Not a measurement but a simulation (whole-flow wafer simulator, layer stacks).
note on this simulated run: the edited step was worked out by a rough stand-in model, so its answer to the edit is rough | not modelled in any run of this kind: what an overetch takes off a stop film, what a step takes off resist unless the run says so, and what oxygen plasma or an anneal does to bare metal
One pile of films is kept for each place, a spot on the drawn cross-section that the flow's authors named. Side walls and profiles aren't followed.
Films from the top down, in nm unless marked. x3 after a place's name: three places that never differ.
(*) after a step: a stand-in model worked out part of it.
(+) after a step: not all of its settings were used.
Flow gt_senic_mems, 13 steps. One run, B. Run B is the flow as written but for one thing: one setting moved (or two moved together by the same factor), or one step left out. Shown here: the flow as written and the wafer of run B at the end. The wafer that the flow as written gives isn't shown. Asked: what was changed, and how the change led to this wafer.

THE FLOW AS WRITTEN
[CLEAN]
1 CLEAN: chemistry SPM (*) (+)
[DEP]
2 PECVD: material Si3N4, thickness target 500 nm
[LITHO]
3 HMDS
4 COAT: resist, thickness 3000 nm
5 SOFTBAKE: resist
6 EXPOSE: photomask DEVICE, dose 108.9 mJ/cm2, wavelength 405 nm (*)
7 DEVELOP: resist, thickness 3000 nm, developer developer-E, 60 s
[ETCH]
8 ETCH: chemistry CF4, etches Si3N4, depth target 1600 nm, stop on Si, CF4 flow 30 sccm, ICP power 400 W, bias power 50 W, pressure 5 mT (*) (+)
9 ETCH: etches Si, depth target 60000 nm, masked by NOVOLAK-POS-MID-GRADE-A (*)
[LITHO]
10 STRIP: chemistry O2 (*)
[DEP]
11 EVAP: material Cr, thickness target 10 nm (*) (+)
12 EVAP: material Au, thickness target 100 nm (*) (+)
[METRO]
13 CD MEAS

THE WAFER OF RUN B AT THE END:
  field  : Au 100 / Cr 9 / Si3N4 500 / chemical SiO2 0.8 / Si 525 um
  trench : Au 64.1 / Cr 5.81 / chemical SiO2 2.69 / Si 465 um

The cause: step 11, EVAP: thickness target 9 nm was run, where the flow has thickness target 10 nm.
It can be read off the wafer: field has Cr 9, and step 11 as written asks for 10 nm.

How the change led to this, step by step:
  11 EVAP: material Cr, thickness target 10 nm (*) (+)
      field: Cr +9 (new film) (as written it would be: Cr +10 (new film))
      trench: Cr +5.81 (new film) (as written it would be: Cr +6.45 (new film))
